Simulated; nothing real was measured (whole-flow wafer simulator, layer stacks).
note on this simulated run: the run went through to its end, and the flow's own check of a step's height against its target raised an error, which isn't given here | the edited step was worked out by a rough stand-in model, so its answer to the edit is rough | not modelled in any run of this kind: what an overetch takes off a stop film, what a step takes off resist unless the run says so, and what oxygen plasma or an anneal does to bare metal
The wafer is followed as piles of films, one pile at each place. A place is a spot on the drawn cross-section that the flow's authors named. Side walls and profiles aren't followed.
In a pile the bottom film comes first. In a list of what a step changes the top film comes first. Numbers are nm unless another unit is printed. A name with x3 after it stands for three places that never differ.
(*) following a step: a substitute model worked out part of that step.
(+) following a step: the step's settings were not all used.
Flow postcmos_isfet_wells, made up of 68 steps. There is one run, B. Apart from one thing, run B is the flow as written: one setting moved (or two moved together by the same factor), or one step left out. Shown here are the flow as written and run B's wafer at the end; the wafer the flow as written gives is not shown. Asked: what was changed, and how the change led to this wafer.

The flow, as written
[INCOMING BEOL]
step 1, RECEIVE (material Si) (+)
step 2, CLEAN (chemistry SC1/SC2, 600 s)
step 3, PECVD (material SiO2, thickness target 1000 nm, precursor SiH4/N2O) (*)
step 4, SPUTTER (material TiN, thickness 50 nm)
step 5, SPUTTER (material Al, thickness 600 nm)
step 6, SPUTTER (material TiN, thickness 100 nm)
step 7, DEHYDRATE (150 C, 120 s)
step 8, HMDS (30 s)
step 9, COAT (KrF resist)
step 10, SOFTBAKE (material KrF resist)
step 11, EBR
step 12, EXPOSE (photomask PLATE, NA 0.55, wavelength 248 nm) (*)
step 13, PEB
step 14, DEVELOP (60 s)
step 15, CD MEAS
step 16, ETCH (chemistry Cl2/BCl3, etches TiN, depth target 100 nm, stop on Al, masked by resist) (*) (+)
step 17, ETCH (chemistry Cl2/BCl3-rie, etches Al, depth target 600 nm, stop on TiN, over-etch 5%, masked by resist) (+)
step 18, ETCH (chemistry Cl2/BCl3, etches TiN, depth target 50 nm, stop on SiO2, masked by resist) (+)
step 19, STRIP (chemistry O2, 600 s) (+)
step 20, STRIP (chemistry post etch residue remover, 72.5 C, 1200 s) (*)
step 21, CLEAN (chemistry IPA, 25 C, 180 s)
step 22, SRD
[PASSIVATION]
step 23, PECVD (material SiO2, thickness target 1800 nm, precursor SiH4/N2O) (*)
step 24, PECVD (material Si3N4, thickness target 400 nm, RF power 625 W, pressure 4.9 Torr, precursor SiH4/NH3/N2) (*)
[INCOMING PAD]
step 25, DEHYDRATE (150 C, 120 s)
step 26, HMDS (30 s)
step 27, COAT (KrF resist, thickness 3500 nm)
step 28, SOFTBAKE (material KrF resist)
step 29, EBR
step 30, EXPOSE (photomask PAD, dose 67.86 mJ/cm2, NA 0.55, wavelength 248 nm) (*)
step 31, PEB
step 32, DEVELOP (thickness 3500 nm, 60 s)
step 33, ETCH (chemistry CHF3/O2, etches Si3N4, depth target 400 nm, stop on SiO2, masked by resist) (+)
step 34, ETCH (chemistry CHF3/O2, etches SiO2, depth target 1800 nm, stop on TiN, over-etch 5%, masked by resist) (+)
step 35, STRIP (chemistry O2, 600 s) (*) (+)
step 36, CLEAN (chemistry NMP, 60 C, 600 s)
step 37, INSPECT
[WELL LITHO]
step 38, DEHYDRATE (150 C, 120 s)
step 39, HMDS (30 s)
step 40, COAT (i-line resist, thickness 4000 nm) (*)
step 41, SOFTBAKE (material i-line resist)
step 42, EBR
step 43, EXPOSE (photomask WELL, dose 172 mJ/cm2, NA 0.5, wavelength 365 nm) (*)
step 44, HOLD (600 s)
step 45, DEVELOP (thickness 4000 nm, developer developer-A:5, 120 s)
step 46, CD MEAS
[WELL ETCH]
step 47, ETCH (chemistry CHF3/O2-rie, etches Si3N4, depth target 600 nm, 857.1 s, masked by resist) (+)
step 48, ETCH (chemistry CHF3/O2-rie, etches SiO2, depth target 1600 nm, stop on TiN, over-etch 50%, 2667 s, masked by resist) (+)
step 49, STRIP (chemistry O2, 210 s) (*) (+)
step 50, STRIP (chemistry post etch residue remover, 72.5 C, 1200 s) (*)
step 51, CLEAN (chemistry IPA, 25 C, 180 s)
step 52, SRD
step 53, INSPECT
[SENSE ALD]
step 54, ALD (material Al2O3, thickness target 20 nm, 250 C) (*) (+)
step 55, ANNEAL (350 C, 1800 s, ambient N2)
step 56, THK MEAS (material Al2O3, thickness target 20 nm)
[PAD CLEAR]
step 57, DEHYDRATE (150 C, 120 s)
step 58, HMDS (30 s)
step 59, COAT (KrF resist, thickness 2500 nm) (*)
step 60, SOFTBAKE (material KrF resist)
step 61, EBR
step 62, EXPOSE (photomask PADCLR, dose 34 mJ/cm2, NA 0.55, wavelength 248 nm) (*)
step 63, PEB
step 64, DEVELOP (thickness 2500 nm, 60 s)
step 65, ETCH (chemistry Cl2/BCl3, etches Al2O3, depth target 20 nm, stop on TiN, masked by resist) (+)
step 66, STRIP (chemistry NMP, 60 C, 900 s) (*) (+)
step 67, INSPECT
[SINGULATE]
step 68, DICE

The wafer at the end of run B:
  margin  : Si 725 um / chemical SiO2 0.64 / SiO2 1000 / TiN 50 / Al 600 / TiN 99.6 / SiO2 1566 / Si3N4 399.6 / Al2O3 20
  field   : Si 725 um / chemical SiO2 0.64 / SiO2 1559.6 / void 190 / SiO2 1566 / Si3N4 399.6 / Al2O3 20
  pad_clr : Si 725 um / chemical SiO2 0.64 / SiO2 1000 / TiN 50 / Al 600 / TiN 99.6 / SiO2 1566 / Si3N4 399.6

Cause: step 23, PECVD: thickness target 1566 nm was run, though the flow has thickness target 1800 nm.
One can read it off the wafer: margin has SiO2 1566, and step 23 as written asks for 1800 nm.

Step by step, how the change led to this:
  step 23, PECVD (material SiO2, thickness target 1800 nm, precursor SiH4/N2O) (*)
      margin, well900, well1300 x3, pad_rim, pad_clr, pad_open: +1566 SiO2 (new film) (it would be, as written: +1800 SiO2 (new film))
      field: +1566 SiO2 (new film), +190 void (new film), +559.6 SiO2 (it would be, as written: +1800 SiO2 (new film), +189.9 void (new film), +559.7 SiO2)
  step 34, ETCH (chemistry CHF3/O2, etches SiO2, depth target 1800 nm, stop on TiN, over-etch 5%, masked by resist) (+)
      field, margin, well900, well1300 x3, pad_rim, pad_clr: -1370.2 KrF resist (it would be, as written: -1500 KrF resist)
      pad_open: -1566 SiO2 (all of it) (it would be, as written: -1800 SiO2 (all of it))
  step 35, STRIP (chemistry O2, 600 s) (*) (+)
      field, margin, well900, well1300 x3, pad_rim, pad_clr: -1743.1 KrF resist (all of it) (it would be, as written: -1613.3 KrF resist (all of it))
  step 40, COAT (i-line resist, thickness 4000 nm) (*)
      pad_clr: +3330 i-line resist (new film) (it would be, as written: +3256.8 i-line resist (new film))
  step 41, SOFTBAKE (material i-line resist)
      pad_clr: -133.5 i-line resist (it would be, as written: -156.7 i-line resist)
      pad_open: +104.8 i-line resist (it would be, as written: +115.3 i-line resist)
  step 48, ETCH (chemistry CHF3/O2-rie, etches SiO2, depth target 1600 nm, stop on TiN, over-etch 50%, 2667 s, masked by resist) (+)
      well900, well1300 x3: -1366 SiO2 (all of it) (it would be, as written: -1600 SiO2 (all of it))
  step 49, STRIP (chemistry O2, 210 s) (*) (+)
      pad_clr: -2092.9 i-line resist (all of it) (it would be, as written: -1996.5 i-line resist (all of it))
      pad_open: -3721.9 i-line resist (all of it) (it would be, as written: -3816.3 i-line resist (all of it))
  step 59, COAT (KrF resist, thickness 2500 nm) (*)
      field: +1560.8 KrF resist (new film) (it would be, as written: +1449 KrF resist (new film))
      margin: +1560.7 KrF resist (new film) (it would be, as written: +1448.9 KrF resist (new film))
      (and at 2 other places as well)
  step 63, PEB
      field, margin: -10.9 KrF resist (it would be, as written: -10.1 KrF resist)
      pad_clr: -12.4 KrF resist (it would be, as written: -11.8 KrF resist)
  step 64, DEVELOP (thickness 2500 nm, 60 s)
      pad_clr: -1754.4 KrF resist (all of it) (it would be, as written: -1676 KrF resist (all of it))
  step 66, STRIP (chemistry NMP, 60 C, 900 s) (*) (+)
      field, margin: -1511.1 KrF resist (all of it) (it would be, as written: -1400.1 KrF resist (all of it))
      pad_rim: -1976.4 KrF resist (all of it) (it would be, as written: -1923.7 KrF resist (all of it))
